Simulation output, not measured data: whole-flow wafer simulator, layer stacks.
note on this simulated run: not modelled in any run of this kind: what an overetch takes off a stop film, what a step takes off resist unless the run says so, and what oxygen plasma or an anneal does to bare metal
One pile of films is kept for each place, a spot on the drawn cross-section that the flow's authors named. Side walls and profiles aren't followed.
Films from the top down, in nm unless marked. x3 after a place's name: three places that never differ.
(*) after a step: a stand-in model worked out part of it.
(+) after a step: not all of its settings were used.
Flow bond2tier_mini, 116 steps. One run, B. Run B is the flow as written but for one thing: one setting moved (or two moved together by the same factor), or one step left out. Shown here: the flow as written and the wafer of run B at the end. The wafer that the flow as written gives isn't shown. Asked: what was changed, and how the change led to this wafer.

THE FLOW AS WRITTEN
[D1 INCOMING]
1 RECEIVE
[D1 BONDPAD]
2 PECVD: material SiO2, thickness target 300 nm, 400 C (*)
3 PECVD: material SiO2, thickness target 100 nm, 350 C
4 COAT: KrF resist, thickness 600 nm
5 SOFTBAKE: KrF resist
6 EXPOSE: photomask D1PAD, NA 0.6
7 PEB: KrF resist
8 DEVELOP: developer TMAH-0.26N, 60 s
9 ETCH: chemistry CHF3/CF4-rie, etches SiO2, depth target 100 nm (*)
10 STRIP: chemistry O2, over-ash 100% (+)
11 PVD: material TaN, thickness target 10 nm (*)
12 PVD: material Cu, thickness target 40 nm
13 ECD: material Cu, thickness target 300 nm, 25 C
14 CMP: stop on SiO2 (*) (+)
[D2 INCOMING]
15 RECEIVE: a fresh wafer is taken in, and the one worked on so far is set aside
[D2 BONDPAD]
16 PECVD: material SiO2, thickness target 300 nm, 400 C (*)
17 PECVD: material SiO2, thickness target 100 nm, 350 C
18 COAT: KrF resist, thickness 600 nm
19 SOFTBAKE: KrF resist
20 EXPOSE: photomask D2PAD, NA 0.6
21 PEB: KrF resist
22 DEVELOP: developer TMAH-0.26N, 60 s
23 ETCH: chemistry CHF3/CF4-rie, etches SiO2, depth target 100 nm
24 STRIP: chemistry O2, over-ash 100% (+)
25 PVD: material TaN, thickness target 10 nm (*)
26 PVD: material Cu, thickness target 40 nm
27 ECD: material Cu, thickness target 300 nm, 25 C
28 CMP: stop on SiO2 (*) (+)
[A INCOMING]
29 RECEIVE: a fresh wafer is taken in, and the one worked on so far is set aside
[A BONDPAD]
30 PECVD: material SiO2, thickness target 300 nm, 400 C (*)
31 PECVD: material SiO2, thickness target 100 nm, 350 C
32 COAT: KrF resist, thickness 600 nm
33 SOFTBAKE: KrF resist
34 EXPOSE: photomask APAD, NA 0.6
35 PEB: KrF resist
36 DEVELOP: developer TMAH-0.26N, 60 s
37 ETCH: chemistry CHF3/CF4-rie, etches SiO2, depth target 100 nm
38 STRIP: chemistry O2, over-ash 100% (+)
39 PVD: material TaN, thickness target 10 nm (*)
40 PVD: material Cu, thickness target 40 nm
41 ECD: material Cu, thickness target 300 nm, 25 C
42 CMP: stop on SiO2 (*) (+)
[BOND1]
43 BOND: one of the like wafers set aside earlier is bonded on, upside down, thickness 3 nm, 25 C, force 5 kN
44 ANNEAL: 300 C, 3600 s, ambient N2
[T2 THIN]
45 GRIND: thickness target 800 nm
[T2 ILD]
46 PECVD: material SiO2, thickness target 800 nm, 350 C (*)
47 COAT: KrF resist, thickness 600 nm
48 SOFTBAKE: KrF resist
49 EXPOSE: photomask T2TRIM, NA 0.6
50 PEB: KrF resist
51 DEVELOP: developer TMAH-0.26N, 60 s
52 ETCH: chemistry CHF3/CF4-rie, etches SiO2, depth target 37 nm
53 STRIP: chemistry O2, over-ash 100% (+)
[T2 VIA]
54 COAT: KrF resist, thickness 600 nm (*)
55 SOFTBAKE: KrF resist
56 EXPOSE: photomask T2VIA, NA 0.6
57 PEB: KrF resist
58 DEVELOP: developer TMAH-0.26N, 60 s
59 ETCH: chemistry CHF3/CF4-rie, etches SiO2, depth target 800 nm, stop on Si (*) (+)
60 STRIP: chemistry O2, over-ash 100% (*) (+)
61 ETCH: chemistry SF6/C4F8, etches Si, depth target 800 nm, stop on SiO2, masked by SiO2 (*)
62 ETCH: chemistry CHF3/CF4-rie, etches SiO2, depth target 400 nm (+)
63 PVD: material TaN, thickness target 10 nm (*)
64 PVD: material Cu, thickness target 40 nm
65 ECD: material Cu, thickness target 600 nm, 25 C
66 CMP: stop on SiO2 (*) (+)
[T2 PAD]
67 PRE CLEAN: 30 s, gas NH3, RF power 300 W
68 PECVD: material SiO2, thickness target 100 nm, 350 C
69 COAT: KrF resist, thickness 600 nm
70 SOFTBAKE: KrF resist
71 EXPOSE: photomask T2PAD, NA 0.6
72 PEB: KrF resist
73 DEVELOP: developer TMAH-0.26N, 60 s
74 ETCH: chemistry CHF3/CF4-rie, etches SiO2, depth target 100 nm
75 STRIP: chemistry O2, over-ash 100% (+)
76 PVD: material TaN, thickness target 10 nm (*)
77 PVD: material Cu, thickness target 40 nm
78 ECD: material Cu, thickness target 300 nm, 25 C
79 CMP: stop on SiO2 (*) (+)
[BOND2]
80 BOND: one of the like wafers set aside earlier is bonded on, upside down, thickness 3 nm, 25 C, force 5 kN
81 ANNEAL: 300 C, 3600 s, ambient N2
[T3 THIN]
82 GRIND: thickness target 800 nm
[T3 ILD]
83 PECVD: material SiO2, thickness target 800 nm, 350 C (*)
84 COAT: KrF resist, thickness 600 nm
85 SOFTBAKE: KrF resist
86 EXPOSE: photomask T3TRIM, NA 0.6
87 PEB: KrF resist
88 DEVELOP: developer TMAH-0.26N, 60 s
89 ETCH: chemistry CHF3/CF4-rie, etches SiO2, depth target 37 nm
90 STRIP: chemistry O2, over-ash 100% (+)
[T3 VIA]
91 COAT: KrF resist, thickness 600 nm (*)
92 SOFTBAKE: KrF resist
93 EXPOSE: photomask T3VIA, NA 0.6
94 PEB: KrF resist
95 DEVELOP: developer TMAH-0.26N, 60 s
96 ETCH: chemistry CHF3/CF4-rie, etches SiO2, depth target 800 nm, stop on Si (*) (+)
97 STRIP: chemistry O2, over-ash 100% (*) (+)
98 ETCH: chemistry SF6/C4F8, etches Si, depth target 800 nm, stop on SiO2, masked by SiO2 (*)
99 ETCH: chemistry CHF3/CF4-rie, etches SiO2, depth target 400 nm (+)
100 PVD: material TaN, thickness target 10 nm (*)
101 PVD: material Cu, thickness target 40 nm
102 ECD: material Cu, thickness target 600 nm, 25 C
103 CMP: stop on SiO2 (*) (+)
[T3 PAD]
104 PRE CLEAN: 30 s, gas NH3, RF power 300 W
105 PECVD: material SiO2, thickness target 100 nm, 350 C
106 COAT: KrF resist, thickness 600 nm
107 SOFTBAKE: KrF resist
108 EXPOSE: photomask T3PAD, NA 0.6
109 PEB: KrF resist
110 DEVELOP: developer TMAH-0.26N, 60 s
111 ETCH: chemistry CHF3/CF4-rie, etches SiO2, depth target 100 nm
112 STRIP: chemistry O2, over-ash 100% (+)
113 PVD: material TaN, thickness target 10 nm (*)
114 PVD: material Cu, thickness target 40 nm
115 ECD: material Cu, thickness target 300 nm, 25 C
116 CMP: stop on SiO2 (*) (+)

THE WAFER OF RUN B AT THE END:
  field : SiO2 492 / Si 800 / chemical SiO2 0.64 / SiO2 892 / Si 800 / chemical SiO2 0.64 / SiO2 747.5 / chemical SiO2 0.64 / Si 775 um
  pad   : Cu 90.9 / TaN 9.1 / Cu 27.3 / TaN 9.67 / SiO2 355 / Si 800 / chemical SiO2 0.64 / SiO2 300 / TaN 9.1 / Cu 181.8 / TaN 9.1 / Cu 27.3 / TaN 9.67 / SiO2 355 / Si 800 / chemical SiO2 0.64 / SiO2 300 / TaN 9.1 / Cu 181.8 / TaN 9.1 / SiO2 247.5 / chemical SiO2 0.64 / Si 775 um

The cause: step 31, PECVD: thickness target 47.5 nm was run, where the flow has thickness target 100 nm.

How the change led to this, step by step:
  31 PECVD: material SiO2, thickness target 100 nm, 350 C
      field, pad, via: SiO2 +47.5 (as written it would be: SiO2 +100)
